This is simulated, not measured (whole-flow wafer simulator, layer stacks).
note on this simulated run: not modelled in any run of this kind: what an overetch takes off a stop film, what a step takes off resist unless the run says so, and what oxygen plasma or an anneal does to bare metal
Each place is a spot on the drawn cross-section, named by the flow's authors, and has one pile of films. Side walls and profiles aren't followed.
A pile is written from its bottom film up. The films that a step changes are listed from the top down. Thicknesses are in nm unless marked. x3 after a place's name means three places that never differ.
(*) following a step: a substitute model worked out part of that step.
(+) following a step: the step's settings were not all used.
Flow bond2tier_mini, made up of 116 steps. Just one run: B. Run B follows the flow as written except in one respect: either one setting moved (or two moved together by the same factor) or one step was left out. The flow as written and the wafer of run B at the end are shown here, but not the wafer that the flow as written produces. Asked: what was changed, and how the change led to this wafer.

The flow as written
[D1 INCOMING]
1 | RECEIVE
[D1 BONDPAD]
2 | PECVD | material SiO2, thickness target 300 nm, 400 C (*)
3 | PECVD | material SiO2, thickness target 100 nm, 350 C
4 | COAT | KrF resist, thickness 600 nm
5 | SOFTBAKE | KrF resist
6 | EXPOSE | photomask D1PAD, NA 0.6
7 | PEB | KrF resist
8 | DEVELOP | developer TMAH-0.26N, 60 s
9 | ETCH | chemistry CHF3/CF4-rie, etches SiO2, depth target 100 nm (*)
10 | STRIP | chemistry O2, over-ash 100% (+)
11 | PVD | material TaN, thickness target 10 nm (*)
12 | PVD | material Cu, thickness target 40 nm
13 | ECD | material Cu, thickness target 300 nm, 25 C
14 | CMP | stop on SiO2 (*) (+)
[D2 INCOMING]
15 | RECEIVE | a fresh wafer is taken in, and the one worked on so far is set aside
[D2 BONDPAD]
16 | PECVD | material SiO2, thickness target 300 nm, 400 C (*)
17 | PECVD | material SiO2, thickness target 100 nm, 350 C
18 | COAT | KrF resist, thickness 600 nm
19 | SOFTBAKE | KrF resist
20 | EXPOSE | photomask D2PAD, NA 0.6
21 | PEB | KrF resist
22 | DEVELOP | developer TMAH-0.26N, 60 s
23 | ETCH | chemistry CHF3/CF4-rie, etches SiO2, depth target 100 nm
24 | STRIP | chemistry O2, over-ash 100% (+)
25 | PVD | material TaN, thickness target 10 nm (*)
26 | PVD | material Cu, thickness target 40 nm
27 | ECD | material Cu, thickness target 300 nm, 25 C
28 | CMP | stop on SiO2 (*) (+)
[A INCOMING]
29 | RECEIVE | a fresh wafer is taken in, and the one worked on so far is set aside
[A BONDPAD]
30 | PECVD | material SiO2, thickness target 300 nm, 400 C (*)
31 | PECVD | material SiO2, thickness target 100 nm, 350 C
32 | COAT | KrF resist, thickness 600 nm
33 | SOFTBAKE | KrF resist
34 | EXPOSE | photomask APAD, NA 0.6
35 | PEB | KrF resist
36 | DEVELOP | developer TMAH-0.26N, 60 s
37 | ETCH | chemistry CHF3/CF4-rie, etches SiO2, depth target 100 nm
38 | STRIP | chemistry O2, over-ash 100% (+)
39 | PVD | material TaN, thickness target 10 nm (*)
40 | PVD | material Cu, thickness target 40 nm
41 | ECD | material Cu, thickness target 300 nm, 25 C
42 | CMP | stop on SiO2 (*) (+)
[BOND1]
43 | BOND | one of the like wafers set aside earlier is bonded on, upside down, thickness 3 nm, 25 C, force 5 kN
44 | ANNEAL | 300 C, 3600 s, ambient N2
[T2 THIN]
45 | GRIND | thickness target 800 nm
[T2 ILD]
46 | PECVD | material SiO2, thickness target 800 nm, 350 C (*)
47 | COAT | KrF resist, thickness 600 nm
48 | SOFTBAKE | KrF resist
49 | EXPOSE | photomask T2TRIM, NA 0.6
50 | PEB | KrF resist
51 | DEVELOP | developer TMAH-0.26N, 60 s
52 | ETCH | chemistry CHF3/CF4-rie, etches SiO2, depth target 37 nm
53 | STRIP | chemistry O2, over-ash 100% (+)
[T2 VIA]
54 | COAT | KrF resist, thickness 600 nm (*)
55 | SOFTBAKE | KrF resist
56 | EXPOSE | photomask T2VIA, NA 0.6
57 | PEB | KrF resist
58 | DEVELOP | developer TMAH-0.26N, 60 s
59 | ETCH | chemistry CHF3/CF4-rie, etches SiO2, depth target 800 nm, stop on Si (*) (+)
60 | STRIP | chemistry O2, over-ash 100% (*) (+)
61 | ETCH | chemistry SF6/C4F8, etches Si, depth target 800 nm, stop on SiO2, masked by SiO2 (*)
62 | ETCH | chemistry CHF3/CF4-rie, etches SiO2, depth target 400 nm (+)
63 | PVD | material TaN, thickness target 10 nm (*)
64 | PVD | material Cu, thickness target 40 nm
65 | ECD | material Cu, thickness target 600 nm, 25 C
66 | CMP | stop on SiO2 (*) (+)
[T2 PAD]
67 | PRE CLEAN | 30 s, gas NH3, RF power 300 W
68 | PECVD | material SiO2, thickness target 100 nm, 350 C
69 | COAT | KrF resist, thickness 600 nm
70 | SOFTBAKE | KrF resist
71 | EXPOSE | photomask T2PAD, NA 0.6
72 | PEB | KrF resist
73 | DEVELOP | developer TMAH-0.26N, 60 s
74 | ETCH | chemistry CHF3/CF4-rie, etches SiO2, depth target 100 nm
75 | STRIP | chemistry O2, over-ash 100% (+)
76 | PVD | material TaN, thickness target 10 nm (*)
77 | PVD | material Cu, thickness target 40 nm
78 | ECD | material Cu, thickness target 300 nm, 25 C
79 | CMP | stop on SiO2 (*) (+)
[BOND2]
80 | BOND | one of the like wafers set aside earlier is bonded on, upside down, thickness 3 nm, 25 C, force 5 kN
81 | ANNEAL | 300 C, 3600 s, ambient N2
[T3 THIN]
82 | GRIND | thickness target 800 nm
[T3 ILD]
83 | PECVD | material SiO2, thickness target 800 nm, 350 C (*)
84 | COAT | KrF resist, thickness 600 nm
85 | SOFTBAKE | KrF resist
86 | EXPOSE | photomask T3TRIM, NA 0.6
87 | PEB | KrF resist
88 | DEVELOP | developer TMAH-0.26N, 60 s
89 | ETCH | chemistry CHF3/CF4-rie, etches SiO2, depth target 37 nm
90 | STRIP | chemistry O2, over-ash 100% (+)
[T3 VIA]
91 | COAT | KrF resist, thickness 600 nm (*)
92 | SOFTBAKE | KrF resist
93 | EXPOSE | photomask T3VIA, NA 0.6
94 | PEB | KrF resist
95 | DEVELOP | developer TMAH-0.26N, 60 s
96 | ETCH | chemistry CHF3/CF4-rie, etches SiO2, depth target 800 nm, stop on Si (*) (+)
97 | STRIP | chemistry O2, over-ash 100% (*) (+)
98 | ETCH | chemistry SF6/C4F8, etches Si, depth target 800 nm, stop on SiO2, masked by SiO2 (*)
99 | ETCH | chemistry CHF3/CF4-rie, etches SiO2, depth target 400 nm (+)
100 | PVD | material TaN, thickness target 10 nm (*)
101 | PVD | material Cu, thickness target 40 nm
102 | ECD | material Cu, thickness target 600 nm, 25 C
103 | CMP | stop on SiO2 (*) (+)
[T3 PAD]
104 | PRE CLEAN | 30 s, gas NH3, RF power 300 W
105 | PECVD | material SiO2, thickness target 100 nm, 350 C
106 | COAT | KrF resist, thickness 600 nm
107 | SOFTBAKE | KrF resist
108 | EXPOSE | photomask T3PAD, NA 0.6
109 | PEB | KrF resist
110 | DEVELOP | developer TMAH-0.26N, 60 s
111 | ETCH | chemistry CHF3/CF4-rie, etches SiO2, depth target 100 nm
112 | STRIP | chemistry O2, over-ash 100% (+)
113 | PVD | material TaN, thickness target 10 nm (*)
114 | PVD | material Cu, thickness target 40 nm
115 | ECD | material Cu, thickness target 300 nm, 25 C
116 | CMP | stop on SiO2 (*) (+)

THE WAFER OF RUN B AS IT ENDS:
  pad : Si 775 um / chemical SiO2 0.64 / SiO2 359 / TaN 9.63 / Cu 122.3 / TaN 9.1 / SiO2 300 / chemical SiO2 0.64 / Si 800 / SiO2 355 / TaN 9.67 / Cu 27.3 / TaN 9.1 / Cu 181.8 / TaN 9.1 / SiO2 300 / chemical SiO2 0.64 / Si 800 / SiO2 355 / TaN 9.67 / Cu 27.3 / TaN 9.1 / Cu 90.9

The reason: step 37, ETCH: depth target 41 nm was run, whereas the flow has depth target 100 nm.

The path from the change to this, step by step:
  37 | ETCH | chemistry CHF3/CF4-rie, etches SiO2, depth target 100 nm
      pad, via: SiO2 loses 41 (it would be, as written: SiO2 loses 100)
      field: KrF resist loses 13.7 (it would be, as written: KrF resist loses 33.3)
  38 | STRIP | chemistry O2, over-ash 100% (+)
      field: KrF resist loses 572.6 (all of it) (it would be, as written: KrF resist loses 552.9 (all of it))
  39 | PVD | material TaN, thickness target 10 nm (*)
      pad: TaN gains 9.63 (new film) (it would be, as written: TaN gains 9.1 (new film))
  40 | PVD | material Cu, thickness target 40 nm
      pad: Cu gains 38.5 (new film) (it would be, as written: Cu gains 36.4 (new film))
  41 | ECD | material Cu, thickness target 300 nm, 25 C
      pad: Cu gains 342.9 (it would be, as written: Cu gains 404.5)
      via: Cu gains 341 (it would be, as written: Cu gains 400.2)
